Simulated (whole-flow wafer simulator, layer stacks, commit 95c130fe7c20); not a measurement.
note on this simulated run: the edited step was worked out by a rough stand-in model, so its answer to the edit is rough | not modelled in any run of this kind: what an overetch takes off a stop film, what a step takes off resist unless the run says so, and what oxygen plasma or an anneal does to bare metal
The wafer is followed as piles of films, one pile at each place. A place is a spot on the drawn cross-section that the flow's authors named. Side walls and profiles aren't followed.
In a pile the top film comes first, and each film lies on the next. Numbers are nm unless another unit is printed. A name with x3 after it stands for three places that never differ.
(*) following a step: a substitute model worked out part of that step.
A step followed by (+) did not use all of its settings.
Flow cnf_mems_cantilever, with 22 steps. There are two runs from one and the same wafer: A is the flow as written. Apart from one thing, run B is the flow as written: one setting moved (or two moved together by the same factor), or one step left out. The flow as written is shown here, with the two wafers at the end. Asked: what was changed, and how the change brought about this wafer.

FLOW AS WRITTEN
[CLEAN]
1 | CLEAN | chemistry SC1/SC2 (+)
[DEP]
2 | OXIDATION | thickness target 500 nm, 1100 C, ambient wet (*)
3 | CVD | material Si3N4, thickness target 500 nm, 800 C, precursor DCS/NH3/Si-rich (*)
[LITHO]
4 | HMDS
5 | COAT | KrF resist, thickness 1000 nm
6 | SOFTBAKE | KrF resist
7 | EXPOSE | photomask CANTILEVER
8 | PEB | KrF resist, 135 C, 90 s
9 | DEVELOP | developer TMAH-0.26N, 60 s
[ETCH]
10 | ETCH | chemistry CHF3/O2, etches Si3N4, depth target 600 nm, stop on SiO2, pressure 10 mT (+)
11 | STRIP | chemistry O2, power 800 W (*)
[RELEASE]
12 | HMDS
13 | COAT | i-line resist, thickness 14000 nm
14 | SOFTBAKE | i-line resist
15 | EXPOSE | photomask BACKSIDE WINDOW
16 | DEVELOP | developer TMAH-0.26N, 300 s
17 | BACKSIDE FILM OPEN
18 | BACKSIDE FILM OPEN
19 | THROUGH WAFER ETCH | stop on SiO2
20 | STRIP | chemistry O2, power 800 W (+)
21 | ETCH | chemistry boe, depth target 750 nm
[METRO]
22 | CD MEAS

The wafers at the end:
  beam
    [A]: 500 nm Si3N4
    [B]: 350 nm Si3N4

The reason: step 3, CVD: thickness target 350 nm was run, though the flow has thickness target 500 nm.
The wafer lets one read it off: beam has Si3N4 350, and step 3 as written asks for 500 nm.

Step by step, how the change led to this:
  3 | CVD | material Si3N4, thickness target 500 nm, 800 C, precursor DCS/NH3/Si-rich (*)
      field, beam: A Si3N4 gains 500 (new film) | B Si3N4 gains 350 (new film)
  10 | ETCH | chemistry CHF3/O2, etches Si3N4, depth target 600 nm, stop on SiO2, pressure 10 mT (+)
      field: A Si3N4 loses 500 (all of it) | B Si3N4 loses 350 (all of it)
      beam: A KrF resist loses 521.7 | B KrF resist loses 456.5
  11 | STRIP | chemistry O2, power 800 W (*)
      beam: A KrF resist loses 419.9 (all of it) | B KrF resist loses 485.1 (all of it)
